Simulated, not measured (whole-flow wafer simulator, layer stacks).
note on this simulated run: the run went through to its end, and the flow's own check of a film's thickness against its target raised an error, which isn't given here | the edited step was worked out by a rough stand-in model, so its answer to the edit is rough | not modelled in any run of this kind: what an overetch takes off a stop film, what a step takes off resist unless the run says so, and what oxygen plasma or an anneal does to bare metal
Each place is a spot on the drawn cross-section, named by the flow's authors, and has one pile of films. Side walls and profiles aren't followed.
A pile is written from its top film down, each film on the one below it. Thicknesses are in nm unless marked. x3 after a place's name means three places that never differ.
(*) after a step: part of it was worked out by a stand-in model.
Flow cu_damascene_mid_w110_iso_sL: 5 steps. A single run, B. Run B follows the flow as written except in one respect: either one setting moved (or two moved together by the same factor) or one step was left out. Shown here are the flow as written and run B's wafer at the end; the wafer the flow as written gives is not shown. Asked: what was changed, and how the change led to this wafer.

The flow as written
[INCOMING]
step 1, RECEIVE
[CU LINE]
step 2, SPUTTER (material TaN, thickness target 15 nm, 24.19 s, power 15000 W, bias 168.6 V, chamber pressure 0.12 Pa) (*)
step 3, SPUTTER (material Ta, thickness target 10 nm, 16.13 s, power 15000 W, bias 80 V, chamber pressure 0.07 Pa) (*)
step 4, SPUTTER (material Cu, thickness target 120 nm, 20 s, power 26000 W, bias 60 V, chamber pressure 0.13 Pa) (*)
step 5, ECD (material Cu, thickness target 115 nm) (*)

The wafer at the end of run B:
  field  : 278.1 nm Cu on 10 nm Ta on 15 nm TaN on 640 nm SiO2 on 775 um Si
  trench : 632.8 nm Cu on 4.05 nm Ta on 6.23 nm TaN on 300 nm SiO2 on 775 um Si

The reason: step 5, ECD: thickness target 158.1 nm was run, though the flow has thickness target 115 nm.

The path from the change to this, step by step:
  step 5, ECD (material Cu, thickness target 115 nm) (*)
      field: Cu gains 158.1 (in the flow as written it would be: Cu gains 115)
      trench: Cu gains 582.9 (in the flow as written it would be: Cu gains 539.8)
